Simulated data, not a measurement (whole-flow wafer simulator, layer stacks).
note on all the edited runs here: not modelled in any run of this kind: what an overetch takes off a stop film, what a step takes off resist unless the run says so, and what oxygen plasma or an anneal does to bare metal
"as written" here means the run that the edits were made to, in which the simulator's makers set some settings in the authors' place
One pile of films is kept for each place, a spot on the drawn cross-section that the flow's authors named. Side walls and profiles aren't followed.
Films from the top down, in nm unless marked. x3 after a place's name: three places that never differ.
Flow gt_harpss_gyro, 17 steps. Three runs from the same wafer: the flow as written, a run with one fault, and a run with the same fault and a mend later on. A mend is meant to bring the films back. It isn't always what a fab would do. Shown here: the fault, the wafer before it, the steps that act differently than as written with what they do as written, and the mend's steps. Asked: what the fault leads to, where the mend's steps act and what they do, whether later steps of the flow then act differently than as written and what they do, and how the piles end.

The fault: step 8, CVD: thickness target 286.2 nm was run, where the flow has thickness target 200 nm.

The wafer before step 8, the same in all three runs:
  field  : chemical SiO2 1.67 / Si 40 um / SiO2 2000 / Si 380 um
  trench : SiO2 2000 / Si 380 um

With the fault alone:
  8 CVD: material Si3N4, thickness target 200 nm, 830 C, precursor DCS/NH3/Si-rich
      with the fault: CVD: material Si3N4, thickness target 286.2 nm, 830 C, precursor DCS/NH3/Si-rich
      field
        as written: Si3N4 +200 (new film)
        with the fault: Si3N4 +286.2 (new film)
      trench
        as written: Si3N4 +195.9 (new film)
        with the fault: Si3N4 +279.9 (new film)
  No later step of the flow acts differently than as written at any place that is followed.
  At the end the piles differ from the flow's by more than 2% or 0.5 nm, whichever is larger, at field, trench.
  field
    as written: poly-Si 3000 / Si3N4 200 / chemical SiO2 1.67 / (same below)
    with the fault: poly-Si 3000 / Si3N4 286.2 / chemical SiO2 1.67 / (same below)
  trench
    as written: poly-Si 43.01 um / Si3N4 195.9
    with the fault: poly-Si 43.01 um / Si3N4 279.9

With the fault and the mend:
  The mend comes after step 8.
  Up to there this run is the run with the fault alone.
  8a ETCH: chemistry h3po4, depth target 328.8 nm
      field
        Si3N4 -286.2 (all of it)
      trench
        Si3N4 -279.9 (all of it)
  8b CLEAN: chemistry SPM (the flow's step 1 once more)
      changes no film at any place that is followed
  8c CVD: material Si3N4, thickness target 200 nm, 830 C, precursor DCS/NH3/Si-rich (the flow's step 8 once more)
      field
        Si3N4 +200 (new film)
      trench
        Si3N4 +195.9 (new film)
  No later step of the flow acts differently than as written at any place that is followed.
  At the end the piles are the same as the flow's at every place that both follow.
